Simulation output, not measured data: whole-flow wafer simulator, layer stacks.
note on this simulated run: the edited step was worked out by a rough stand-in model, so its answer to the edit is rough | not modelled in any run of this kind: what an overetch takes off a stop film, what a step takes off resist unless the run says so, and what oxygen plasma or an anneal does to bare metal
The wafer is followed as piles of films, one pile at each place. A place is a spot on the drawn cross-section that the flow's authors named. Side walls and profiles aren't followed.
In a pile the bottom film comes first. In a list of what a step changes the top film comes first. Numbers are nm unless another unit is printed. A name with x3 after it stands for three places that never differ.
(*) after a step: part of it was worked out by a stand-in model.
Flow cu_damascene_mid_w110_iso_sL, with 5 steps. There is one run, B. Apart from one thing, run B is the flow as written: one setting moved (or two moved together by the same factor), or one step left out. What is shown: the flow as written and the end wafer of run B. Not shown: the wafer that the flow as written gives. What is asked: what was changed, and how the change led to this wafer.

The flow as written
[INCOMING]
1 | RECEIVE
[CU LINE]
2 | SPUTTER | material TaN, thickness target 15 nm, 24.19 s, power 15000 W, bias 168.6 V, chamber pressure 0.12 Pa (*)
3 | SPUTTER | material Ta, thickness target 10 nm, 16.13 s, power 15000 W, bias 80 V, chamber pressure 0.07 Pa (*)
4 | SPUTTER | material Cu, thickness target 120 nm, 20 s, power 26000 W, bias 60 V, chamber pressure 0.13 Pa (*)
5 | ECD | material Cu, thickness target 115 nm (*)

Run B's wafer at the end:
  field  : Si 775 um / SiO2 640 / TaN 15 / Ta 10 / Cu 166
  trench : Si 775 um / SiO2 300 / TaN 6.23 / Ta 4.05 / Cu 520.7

Cause: step 5, ECD: thickness target 46 nm was run, whereas the flow has thickness target 115 nm.

The path from the change to this, step by step:
  5 | ECD | material Cu, thickness target 115 nm (*)
      field: +46 Cu (it would be, as written: +115 Cu)
      trench: +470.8 Cu (it would be, as written: +539.8 Cu)
